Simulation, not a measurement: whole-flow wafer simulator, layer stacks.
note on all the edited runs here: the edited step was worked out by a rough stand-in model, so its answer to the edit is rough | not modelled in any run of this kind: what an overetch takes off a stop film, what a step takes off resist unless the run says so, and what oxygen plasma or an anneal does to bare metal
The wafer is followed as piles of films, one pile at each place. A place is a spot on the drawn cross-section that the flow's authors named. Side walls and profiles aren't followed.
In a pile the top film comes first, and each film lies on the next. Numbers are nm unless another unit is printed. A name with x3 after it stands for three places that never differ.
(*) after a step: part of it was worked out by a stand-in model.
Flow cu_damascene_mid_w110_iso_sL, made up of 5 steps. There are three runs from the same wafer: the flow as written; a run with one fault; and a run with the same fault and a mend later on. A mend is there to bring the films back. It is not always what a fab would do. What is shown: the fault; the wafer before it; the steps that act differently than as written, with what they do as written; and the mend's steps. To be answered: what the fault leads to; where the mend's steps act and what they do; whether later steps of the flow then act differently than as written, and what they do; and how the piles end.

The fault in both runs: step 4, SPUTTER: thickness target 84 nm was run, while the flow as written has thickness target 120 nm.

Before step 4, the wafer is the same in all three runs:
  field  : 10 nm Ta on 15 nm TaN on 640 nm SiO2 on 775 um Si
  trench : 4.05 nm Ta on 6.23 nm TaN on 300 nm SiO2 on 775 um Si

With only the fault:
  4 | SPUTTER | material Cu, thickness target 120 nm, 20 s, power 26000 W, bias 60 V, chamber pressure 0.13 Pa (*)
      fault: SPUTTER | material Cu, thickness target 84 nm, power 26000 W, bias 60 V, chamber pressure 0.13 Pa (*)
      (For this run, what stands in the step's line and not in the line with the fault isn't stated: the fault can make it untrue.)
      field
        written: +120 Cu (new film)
        fault: +84 Cu (new film)
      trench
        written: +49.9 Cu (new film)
        fault: +35 Cu (new film)
  Later steps of the flow acting differently than as written:
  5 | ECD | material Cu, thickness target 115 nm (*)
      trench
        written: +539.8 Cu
        fault: +518.8 Cu
  By the end, the piles at field, trench depart from the flow's by more than 2% or 0.5 nm, whichever is larger.
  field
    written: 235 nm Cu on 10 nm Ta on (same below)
    fault: 199 nm Cu on 10 nm Ta on (same below)
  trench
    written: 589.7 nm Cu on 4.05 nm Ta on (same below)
    fault: 553.7 nm Cu on 4.05 nm Ta on (same below)

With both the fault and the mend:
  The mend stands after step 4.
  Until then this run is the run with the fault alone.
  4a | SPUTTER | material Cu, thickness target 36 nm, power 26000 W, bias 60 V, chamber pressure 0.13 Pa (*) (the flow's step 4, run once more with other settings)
      field
        +36 Cu
      trench
        +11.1 Cu
  Later steps of the flow that are run all act as written at every place that is followed, up to a difference of at most 2% or 0.5 nm, whichever is larger.
  At every place that both follow, the piles at the end match the flow's.
